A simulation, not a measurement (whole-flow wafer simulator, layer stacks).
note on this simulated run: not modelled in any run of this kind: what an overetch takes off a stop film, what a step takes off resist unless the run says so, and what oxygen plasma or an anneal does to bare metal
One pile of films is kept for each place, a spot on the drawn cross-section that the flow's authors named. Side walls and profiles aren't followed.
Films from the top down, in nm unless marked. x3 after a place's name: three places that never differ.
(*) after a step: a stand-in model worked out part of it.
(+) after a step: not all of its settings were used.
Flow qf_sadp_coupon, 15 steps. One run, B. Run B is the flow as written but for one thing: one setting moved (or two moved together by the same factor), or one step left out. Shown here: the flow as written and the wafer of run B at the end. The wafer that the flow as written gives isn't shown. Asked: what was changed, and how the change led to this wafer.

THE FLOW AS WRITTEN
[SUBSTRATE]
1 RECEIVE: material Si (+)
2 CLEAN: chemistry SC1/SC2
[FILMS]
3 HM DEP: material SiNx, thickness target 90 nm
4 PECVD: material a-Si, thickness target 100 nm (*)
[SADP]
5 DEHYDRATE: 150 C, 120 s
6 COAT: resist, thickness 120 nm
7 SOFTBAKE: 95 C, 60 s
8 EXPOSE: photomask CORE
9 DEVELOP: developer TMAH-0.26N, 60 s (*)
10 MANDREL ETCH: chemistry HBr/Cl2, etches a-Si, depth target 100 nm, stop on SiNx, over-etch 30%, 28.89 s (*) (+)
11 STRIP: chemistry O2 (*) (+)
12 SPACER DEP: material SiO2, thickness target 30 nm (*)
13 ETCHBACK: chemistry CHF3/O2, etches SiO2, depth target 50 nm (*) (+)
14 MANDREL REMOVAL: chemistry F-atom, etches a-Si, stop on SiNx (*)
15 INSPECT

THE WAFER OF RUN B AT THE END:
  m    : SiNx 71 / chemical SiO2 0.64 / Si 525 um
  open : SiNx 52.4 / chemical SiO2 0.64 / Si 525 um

The cause: step 4, PECVD: material a-Si, thickness target 100 nm (*), was left out.

How the change led to this, step by step:
  10 MANDREL ETCH: chemistry HBr/Cl2, etches a-Si, depth target 100 nm, stop on SiNx, over-etch 30%, 28.89 s (*) (+)
      open: SiNx -18.6 (as written it would be: a-Si -100 (all of it), SiNx -4.29)
  11 STRIP: chemistry O2 (*) (+)
      m: resist -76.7 (all of it) (as written it would be: chemical SiO2 +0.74 (new film), resist -76.7 (all of it), a-Si -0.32)
  13 ETCHBACK: chemistry CHF3/O2, etches SiO2, depth target 50 nm (*) (+)
      m: SiO2 -30 (all of it), SiNx -19 (as written it would be: SiO2 -30 (all of it), chemical SiO2 -0.74 (all of it), a-Si -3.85)
  14 MANDREL REMOVAL: chemistry F-atom, etches a-Si, stop on SiNx (*)
      m: nothing (as written it would be: a-Si -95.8 (all of it))
